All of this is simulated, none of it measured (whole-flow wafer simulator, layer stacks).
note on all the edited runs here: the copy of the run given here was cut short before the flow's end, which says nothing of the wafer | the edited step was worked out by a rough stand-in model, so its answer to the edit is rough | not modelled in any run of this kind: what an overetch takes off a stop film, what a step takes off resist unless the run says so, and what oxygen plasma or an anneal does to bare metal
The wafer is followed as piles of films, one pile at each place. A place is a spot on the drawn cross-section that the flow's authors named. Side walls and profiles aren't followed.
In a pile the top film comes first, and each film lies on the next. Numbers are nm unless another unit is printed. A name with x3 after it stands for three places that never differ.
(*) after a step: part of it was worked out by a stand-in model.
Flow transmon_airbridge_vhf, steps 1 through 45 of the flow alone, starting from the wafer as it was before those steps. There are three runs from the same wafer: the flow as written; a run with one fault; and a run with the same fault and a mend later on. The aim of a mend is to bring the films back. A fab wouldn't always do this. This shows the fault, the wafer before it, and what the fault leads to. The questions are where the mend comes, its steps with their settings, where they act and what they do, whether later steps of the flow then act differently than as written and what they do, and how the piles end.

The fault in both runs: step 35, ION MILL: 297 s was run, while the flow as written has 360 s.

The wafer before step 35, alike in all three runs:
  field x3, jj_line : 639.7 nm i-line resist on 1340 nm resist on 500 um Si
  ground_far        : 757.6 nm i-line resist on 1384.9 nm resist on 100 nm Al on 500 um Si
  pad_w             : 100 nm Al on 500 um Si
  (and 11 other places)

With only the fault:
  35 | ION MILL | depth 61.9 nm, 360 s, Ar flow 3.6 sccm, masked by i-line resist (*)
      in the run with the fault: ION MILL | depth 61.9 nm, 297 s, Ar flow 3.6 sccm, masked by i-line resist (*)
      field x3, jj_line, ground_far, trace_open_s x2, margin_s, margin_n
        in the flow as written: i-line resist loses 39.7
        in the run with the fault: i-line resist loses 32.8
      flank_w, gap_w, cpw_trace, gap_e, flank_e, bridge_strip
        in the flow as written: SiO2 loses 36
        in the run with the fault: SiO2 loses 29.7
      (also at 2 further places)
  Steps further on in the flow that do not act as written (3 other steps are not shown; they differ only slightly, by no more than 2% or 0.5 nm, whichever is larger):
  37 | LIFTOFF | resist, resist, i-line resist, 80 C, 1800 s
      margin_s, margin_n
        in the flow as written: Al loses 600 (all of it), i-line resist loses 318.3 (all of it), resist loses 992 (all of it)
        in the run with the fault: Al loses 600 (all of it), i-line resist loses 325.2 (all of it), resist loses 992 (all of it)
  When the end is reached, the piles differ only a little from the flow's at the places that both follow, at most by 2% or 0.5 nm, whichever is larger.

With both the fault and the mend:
  The mend follows step 35.
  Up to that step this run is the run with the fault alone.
  35a | ION MILL | depth 61.9 nm, 63 s, Ar flow 3.6 sccm, masked by i-line resist (*) (the flow's step 35 again, with other settings)
      field x3, jj_line, ground_far, trace_open_s x2, margin_s, margin_n
        i-line resist loses 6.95
      flank_w, gap_w, cpw_trace, gap_e, flank_e, bridge_strip
        SiO2 loses 6.29
      pad_w, pad_e
        Al loses 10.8
  None of the later steps of the flow acts differently than as written at any place that is followed.
  By the end, the piles equal the flow's at every place that both follow.
